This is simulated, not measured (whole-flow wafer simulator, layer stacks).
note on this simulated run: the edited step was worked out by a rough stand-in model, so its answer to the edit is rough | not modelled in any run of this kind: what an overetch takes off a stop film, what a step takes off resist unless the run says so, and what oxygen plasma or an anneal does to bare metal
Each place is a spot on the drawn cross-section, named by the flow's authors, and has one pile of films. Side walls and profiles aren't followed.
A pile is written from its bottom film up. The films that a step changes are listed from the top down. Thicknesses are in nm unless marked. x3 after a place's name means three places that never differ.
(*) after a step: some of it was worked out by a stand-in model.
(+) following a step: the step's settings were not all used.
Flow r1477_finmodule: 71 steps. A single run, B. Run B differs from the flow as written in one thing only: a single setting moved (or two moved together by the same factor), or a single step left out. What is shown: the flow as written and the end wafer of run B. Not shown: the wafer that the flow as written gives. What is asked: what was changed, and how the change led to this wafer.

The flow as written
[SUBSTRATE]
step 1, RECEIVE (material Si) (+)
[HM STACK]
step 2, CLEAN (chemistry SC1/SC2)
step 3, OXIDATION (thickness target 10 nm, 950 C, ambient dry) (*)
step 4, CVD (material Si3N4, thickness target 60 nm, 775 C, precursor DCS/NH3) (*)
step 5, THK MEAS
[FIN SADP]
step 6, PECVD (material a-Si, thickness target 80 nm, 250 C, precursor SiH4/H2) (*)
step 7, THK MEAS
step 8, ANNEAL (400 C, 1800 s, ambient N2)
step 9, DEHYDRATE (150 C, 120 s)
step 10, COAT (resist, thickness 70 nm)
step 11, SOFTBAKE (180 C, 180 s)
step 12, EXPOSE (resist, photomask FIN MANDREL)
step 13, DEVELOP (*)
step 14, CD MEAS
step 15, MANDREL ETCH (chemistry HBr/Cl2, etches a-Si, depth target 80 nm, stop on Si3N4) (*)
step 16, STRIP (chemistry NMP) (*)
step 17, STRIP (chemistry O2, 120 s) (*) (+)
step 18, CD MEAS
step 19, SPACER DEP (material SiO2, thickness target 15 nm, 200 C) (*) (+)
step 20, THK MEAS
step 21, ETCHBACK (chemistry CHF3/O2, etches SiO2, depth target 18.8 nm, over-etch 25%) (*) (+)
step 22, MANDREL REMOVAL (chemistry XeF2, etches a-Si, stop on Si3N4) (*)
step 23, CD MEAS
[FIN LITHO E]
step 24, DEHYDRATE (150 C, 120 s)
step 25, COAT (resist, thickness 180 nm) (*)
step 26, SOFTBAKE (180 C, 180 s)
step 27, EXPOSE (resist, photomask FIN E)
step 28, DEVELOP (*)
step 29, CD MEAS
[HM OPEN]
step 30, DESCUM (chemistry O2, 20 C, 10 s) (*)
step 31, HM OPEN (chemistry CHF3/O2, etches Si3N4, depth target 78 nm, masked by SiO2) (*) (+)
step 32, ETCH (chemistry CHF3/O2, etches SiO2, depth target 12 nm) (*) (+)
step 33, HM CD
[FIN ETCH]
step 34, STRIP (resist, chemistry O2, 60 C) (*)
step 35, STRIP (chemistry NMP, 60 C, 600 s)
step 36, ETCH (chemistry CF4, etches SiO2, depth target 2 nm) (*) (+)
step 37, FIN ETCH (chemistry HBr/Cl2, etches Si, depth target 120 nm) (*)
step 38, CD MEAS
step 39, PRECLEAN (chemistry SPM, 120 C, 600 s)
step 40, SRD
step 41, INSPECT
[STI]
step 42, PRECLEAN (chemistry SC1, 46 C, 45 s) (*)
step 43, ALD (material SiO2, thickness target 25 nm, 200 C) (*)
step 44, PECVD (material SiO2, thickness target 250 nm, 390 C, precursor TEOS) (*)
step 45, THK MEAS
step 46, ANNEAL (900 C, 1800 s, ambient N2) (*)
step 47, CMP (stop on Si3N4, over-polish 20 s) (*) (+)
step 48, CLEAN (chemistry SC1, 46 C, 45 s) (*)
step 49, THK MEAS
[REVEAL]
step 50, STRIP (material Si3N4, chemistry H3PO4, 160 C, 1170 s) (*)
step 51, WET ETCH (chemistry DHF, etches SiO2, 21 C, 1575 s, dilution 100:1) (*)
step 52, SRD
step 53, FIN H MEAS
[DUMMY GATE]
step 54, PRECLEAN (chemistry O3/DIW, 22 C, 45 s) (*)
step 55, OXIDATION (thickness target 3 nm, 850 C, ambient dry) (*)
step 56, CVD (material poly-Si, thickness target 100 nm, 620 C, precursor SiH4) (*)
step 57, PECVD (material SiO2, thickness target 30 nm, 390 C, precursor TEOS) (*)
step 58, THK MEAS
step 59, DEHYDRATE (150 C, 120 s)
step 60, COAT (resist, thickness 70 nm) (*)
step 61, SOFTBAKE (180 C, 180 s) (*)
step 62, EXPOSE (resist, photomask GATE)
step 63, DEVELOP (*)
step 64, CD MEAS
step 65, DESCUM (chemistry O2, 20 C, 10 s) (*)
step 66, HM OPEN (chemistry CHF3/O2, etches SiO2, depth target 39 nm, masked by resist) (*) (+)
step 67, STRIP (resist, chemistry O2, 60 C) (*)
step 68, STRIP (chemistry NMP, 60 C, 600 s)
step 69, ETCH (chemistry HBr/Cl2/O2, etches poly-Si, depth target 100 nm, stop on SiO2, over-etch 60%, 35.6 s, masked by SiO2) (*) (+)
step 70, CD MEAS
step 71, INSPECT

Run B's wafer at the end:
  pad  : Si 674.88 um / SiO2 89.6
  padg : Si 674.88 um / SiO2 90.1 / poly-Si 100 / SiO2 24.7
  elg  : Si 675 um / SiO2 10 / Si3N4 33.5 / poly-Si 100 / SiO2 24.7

The reason: step 37, FIN ETCH: depth target 106.8 nm was run, while the flow as written has depth target 120 nm.

Step by step, how the change led to this:
  step 37, FIN ETCH (chemistry HBr/Cl2, etches Si, depth target 120 nm) (*)
      pad, padg, esg and 19 more: -106.8 Si (as written it would have been: -120 Si)
      elg, e40lg, e100lg, e200lg, elo, e40lo, e100lo, e200lo: -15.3 Si3N4 (as written it would have been: -17.1 Si3N4)
      (as well as at 6 more places)
  step 43, ALD (material SiO2, thickness target 25 nm, 200 C) (*)
      s40cg, s45cg, s50cg, s40co, s45co, s50co: +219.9 SiO2 (new film) (as written it would have been: +232.1 SiO2 (new film))
      esg: +182.9 SiO2 (new film) (as written it would have been: +194.3 SiO2 (new film))
  step 47, CMP (stop on Si3N4, over-polish 20 s) (*) (+)
      pad, padg, e40sg and 11 more: -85 SiO2 (as written it would have been: -71.8 SiO2)
      eso: -85.6 SiO2 (as written it would have been: -72.4 SiO2)
  step 51, WET ETCH (chemistry DHF, etches SiO2, 21 C, 1575 s, dilution 100:1) (*)
      elg, e40lg, e100lg, e200lg, elo, e40lo, e100lo, e200lo: -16 SiO2 (all of it), -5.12 Si3N4 (as written it would have been: -17.8 SiO2 (all of it), -4.97 Si3N4)
  step 67, STRIP (resist, chemistry O2, 60 C) (*)
      e40sg: -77 resist (all of it) (as written it would have been: -75.4 resist (all of it))
      e100sg: -76.9 resist (all of it) (as written it would have been: -75.3 resist (all of it))
      (as well as at 1 more place)
